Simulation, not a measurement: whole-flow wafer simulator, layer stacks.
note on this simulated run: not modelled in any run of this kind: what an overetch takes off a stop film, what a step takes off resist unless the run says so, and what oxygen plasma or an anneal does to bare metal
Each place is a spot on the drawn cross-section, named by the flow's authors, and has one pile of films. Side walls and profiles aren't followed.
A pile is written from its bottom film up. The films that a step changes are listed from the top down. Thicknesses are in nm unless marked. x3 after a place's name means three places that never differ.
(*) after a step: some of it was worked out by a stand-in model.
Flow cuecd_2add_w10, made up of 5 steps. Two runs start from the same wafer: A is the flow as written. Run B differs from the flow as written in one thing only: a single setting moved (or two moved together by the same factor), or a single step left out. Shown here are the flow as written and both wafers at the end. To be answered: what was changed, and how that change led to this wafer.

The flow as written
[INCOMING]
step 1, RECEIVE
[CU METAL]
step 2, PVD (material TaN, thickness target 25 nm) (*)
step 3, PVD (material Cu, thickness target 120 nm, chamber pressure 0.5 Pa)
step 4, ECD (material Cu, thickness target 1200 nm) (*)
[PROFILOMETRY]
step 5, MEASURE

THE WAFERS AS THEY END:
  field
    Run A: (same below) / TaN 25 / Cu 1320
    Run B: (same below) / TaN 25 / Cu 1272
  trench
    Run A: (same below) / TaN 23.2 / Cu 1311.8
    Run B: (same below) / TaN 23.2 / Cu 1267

Cause: step 3, PVD: thickness target 72 nm was run, while the flow as written has thickness target 120 nm.

Step by step, how the change led to this:
  step 3, PVD (material Cu, thickness target 120 nm, chamber pressure 0.5 Pa)
      field: A Cu gains 120 (new film) | B Cu gains 72 (new film)
      trench: A Cu gains 111.8 (new film) | B Cu gains 67 (new film)
